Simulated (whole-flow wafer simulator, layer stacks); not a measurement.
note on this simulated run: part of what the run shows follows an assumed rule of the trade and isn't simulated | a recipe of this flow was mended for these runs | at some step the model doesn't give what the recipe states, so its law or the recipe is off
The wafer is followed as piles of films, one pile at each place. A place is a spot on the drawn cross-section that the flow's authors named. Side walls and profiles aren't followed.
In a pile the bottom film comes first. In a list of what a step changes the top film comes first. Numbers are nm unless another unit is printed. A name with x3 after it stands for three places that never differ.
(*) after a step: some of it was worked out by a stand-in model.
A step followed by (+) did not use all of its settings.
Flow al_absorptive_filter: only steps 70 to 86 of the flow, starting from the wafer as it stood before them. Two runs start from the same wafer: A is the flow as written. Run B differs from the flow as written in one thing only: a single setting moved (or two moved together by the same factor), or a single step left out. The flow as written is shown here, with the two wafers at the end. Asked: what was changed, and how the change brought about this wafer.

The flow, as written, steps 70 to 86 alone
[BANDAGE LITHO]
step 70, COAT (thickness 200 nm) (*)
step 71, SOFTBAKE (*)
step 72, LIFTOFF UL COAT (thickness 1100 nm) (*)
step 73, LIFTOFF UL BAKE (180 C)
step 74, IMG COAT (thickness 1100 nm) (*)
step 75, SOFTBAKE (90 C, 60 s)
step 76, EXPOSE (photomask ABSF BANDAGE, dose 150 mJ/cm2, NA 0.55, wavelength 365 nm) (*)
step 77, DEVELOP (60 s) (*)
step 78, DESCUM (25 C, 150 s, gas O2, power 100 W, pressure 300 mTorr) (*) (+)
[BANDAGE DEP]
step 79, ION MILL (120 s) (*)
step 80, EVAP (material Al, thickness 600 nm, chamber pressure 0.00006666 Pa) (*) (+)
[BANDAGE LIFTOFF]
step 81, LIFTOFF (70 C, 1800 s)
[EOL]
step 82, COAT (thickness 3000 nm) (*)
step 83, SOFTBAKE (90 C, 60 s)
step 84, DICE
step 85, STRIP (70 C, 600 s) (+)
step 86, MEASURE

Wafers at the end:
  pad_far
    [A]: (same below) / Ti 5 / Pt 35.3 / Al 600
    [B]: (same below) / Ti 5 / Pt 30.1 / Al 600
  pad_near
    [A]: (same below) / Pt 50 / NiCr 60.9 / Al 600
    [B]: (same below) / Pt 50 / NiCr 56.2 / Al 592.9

Cause: step 74, IMG COAT: thickness 1496 nm was run, though the flow has thickness 1100 nm; step 79, ION MILL: 163 s was run, where the flow has 120 s.

How this came from the change, step by step:
  step 74, IMG COAT (thickness 1100 nm) (*)
      xa_field, xl_land, idc_field: A i-line-resist gains 1100 (new film) | B i-line-resist gains 1496 (new film)
      idc_line, idc_space: A i-line-resist gains 1099.7 (new film) | B i-line-resist gains 1495.7 (new film)
      (as well as at 9 more places)
  step 75, SOFTBAKE (90 C, 60 s)
      xa_margin: A i-line-resist loses 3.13 | B i-line-resist loses 8.31
      xa_strip: A i-line-resist loses 4.64 | B i-line-resist loses 15.9
      (as well as at 2 more places)
  step 77, DEVELOP (60 s) (*)
      pad_far: A i-line-resist loses 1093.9 (all of it), lift-off-underlayer loses 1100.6 (all of it) | B i-line-resist loses 1489.5 (all of it), lift-off-underlayer loses 1100.6 (all of it)
      pad_near: A i-line-resist loses 1085.7 (all of it), lift-off-underlayer loses 1058.2 (all of it) | B i-line-resist loses 1480.8 (all of it), lift-off-underlayer loses 1058.2 (all of it)
  step 79, ION MILL (120 s) (*)
      gnd, ledge, res and 9 more: A i-line-resist loses 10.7 | B i-line-resist loses 14.5
      pad_far: A Pt loses 14.7 | B Pt loses 19.9
      (as well as at 1 more place)
  step 81, LIFTOFF (70 C, 1800 s)
      xa_field, xl_land, idc_field: A Al loses 600 (all of it), i-line-resist loses 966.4 (all of it), lift-off-underlayer loses 1100 (all of it), acrylic-e-beam-resist loses 200 (all of it) | B Al loses 600 (all of it), i-line-resist loses 1358.6 (all of it), lift-off-underlayer loses 1100 (all of it), acrylic-e-beam-resist loses 200 (all of it)
      gnd: A Al loses 600 (all of it), i-line-resist loses 968.3 (all of it), lift-off-underlayer loses 1103.3 (all of it), acrylic-e-beam-resist loses 200.9 (all of it) | B Al loses 600 (all of it), i-line-resist loses 1360.6 (all of it), lift-off-underlayer loses 1103.3 (all of it), acrylic-e-beam-resist loses 200.9 (all of it)
      (as well as at 8 more places)
